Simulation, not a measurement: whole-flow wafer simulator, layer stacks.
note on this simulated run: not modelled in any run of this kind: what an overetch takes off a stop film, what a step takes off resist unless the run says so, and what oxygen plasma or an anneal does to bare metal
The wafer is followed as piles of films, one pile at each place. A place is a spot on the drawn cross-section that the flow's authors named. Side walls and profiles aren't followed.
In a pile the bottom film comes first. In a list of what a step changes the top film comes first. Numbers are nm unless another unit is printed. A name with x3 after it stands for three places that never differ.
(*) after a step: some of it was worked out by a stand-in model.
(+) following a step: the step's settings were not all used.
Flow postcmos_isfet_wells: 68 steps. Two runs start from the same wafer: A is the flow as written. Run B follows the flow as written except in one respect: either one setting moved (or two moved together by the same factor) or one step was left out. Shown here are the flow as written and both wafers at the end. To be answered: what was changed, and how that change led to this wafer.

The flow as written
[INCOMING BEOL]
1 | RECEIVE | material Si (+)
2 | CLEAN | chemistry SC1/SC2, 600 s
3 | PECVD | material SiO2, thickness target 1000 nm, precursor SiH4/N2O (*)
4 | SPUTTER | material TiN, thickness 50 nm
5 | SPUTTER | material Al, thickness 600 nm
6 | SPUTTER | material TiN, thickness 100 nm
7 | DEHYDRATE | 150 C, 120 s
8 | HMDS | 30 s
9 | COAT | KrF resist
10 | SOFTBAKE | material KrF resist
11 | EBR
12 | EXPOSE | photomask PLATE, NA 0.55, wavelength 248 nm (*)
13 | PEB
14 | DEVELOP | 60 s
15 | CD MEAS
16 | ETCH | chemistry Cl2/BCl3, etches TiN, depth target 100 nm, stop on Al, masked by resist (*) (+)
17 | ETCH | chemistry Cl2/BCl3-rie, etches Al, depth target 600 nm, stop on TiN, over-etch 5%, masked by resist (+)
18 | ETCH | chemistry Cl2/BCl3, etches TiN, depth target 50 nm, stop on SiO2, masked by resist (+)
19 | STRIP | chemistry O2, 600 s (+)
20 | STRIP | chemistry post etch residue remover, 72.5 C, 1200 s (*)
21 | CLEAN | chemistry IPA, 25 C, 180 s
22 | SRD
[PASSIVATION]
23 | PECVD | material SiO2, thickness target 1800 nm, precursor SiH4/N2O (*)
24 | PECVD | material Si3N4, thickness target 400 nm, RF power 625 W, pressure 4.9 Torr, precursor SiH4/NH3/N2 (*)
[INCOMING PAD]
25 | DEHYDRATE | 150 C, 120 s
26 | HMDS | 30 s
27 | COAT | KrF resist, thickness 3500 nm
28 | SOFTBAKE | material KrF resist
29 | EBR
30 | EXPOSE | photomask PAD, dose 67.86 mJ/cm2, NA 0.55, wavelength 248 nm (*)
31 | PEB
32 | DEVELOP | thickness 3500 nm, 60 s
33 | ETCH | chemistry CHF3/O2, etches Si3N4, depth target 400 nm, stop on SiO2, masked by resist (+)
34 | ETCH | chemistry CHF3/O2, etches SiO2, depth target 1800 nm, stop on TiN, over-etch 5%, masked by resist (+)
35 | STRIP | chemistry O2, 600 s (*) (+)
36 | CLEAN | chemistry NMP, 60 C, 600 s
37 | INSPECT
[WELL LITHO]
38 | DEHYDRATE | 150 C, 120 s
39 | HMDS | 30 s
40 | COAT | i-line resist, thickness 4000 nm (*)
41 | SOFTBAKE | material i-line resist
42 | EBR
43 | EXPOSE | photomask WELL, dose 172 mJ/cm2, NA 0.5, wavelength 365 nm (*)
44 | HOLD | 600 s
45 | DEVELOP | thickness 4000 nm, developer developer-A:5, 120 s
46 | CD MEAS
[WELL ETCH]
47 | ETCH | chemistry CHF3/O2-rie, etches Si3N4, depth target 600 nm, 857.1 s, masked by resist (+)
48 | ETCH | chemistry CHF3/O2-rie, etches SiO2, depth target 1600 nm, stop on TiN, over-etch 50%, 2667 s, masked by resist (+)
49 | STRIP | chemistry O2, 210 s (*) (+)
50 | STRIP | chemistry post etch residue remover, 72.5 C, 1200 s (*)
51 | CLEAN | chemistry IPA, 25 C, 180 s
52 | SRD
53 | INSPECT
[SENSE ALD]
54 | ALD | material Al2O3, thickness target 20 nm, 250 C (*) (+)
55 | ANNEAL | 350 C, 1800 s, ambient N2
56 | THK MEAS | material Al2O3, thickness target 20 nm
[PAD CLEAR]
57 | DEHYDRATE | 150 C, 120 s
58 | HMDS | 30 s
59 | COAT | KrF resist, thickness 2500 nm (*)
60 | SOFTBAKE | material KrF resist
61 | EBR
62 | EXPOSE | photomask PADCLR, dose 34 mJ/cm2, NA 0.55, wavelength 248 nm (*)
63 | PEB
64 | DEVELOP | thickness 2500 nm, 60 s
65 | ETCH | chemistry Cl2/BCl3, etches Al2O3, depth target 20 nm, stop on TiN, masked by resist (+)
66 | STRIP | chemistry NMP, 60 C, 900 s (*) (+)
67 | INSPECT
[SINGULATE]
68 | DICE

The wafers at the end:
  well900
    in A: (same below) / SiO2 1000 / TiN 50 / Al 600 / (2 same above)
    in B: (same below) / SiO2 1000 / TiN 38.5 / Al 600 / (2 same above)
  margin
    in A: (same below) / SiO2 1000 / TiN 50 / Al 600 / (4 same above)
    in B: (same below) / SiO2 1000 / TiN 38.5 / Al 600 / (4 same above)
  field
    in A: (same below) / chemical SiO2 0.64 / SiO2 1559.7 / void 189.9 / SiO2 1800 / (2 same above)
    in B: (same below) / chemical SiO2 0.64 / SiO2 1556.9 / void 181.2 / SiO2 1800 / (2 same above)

Cause: step 4, SPUTTER: thickness 38.5 nm was run, whereas the flow has thickness 50 nm.
The wafer lets one read it off: well900 has TiN 38.5, and step 4 as written asks for 50 nm.

The path from the change to this, step by step:
  4 | SPUTTER | material TiN, thickness 50 nm
      field, margin, well900, well1300 x3, pad_rim, pad_clr, pad_open: A TiN gains 50 (new film) | B TiN gains 38.5 (new film)
  18 | ETCH | chemistry Cl2/BCl3, etches TiN, depth target 50 nm, stop on SiO2, masked by resist (+)
      field: A TiN loses 50 (all of it) | B TiN loses 38.5 (all of it)
  23 | PECVD | material SiO2, thickness target 1800 nm, precursor SiH4/N2O (*)
      field: A SiO2 gains 1800 (new film), void gains 189.9 (new film), SiO2 gains 559.7 | B SiO2 gains 1800 (new film), void gains 181.2 (new film), SiO2 gains 556.9
